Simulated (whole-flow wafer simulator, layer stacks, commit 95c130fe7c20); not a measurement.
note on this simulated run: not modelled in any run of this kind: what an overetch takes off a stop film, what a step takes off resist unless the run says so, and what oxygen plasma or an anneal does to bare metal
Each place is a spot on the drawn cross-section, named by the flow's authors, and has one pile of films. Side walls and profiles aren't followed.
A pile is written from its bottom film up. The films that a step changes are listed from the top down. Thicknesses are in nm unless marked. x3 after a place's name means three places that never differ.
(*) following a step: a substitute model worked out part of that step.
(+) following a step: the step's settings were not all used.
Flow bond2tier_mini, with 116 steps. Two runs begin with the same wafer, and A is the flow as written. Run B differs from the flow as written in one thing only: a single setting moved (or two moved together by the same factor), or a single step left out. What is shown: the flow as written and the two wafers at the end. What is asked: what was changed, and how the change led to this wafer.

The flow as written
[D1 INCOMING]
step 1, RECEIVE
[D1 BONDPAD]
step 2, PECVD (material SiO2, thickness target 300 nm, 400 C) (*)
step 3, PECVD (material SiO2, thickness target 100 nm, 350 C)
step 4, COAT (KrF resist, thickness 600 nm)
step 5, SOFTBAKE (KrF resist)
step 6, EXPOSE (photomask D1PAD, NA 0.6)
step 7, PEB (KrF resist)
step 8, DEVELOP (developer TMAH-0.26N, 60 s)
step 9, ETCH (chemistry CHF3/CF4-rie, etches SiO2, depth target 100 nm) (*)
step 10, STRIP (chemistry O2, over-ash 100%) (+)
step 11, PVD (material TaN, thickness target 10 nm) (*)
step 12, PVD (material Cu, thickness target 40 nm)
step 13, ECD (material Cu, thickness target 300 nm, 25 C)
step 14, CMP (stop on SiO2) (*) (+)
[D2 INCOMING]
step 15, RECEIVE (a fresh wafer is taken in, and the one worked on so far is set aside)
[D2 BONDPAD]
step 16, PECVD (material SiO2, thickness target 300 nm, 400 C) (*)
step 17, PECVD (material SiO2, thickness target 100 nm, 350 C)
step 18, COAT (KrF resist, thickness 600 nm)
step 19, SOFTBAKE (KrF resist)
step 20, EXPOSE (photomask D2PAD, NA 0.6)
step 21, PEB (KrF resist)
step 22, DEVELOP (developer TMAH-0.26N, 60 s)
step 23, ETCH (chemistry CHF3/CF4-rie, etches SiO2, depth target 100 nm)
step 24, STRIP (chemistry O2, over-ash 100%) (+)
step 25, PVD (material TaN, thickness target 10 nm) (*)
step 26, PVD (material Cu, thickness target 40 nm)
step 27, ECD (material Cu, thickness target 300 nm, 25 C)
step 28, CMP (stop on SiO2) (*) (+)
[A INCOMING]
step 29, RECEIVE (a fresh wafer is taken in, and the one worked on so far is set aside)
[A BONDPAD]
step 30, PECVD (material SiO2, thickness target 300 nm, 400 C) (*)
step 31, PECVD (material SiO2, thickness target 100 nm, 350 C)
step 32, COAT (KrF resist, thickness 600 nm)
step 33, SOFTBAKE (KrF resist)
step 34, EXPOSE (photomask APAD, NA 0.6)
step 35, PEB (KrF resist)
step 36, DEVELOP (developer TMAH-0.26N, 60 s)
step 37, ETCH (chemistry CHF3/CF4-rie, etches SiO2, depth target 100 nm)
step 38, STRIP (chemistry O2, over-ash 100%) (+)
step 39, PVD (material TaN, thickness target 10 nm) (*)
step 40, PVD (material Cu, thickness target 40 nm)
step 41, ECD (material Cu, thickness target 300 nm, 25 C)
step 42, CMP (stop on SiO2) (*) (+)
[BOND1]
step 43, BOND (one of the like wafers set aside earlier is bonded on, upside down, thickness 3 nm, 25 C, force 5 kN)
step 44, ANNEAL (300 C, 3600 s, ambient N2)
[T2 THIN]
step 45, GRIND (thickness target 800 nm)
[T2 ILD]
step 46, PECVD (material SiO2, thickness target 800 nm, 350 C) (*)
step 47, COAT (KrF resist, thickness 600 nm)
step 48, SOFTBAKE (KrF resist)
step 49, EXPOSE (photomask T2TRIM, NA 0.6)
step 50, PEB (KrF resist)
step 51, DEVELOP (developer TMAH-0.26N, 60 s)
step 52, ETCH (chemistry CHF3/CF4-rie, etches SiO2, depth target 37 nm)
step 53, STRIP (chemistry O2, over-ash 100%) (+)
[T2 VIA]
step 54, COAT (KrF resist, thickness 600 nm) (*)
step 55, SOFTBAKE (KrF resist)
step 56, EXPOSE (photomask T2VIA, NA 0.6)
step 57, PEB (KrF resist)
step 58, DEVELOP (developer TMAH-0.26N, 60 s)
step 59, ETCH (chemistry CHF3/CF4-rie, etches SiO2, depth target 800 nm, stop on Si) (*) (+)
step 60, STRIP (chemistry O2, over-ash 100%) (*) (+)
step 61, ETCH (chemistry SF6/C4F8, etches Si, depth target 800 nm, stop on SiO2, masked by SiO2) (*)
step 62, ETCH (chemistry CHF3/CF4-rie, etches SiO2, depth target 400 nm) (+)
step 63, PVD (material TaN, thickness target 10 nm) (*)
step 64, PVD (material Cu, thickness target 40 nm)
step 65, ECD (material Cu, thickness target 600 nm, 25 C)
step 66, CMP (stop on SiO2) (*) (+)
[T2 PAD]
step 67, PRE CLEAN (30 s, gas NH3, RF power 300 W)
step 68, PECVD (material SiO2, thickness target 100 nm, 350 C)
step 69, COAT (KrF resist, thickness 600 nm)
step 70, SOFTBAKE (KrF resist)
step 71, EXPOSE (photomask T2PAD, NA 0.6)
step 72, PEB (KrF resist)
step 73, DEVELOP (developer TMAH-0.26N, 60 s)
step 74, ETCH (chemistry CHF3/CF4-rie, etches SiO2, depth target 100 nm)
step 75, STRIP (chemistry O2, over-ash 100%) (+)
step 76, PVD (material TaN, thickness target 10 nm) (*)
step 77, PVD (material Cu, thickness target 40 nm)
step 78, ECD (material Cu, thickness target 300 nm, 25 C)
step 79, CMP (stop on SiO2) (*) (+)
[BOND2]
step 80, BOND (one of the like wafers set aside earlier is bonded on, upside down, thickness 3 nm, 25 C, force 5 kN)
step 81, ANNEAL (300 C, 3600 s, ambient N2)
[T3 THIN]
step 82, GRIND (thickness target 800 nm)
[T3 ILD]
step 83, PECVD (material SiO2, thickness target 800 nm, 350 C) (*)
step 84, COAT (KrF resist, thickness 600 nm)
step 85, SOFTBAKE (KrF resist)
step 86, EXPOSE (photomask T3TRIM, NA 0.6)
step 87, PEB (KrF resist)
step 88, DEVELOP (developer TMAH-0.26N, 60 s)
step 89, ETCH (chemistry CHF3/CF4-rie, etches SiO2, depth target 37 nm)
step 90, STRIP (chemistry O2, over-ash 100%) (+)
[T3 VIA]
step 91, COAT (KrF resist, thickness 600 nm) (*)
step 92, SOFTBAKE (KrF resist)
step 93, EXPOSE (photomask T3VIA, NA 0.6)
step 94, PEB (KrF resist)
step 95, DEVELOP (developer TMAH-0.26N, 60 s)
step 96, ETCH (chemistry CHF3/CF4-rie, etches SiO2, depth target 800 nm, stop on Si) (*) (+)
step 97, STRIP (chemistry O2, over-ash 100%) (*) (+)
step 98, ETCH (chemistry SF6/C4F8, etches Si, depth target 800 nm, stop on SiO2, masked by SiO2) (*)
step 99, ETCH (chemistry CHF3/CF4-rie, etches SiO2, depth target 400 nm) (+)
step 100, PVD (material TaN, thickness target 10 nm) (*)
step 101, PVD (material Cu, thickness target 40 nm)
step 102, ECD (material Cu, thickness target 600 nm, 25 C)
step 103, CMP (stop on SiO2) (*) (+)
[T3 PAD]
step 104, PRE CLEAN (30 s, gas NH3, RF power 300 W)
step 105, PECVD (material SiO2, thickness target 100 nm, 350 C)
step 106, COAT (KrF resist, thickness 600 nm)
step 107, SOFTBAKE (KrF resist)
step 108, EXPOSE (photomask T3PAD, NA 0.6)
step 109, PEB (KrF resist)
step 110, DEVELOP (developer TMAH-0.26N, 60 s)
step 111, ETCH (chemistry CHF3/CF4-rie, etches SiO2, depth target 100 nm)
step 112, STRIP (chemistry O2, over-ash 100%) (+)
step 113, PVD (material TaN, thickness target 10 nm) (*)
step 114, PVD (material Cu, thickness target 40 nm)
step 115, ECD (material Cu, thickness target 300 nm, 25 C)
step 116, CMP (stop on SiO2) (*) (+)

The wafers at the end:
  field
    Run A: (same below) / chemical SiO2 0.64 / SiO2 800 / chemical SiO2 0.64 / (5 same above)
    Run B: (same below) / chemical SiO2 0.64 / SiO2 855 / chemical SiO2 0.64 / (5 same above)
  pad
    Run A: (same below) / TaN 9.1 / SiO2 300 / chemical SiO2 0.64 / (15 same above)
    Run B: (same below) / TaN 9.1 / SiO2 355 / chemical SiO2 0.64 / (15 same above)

Cause: step 3, PECVD: thickness target 155 nm was run, while the flow as written has thickness target 100 nm.

How this came from the change, step by step:
  step 3, PECVD (material SiO2, thickness target 100 nm, 350 C)
      field, pad, via: A SiO2 gains 100 | B SiO2 gains 155
  step 43, BOND (one of the like wafers set aside earlier is bonded on, upside down, thickness 3 nm, 25 C, force 5 kN)
      field: A Si gains 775 um (new film), chemical SiO2 gains 0.64 (new film), SiO2 gains 400 | B Si gains 775 um (new film), chemical SiO2 gains 0.64 (new film), SiO2 gains 455
      pad: A Si gains 775 um (new film), chemical SiO2 gains 0.64 (new film), SiO2 gains 300 (new film), TaN gains 9.1 (new film), Cu gains 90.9 | B Si gains 775 um (new film), chemical SiO2 gains 0.64 (new film), SiO2 gains 355 (new film), TaN gains 9.1 (new film), Cu gains 90.9
      (and at 1 other place as well)
